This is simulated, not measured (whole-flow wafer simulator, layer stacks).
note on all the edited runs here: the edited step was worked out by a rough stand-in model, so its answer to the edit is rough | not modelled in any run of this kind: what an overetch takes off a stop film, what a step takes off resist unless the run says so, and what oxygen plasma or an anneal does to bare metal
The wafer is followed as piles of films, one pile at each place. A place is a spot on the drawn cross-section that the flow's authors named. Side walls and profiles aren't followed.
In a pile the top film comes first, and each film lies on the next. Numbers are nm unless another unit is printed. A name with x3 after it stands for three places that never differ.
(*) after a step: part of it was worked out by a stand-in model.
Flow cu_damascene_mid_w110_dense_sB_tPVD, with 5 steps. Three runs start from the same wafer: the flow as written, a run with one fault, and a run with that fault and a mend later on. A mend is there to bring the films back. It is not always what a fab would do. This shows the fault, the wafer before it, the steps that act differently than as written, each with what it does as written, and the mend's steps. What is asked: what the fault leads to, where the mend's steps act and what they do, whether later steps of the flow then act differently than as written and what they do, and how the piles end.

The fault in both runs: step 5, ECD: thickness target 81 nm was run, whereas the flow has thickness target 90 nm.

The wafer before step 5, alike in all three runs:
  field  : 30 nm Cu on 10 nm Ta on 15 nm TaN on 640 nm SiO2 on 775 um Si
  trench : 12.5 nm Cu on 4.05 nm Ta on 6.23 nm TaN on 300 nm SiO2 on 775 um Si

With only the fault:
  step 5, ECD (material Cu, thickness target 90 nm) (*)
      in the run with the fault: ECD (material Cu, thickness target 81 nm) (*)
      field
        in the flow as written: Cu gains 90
        in the run with the fault: Cu gains 81
  Later steps of the flow that are run all act as written at every place that is followed.
  By the end, the piles at field depart from the flow's by more than 2% or 0.5 nm, whichever is larger.
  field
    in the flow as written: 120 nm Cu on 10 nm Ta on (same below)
    in the run with the fault: 111 nm Cu on 10 nm Ta on (same below)

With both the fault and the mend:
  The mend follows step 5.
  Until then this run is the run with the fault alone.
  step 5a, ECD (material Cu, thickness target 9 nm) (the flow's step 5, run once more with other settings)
      field, trench
        Cu gains 9
  Later steps of the flow that are run all act as written at every place that is followed.
  The piles end the same as the flow's at every place that both follow.
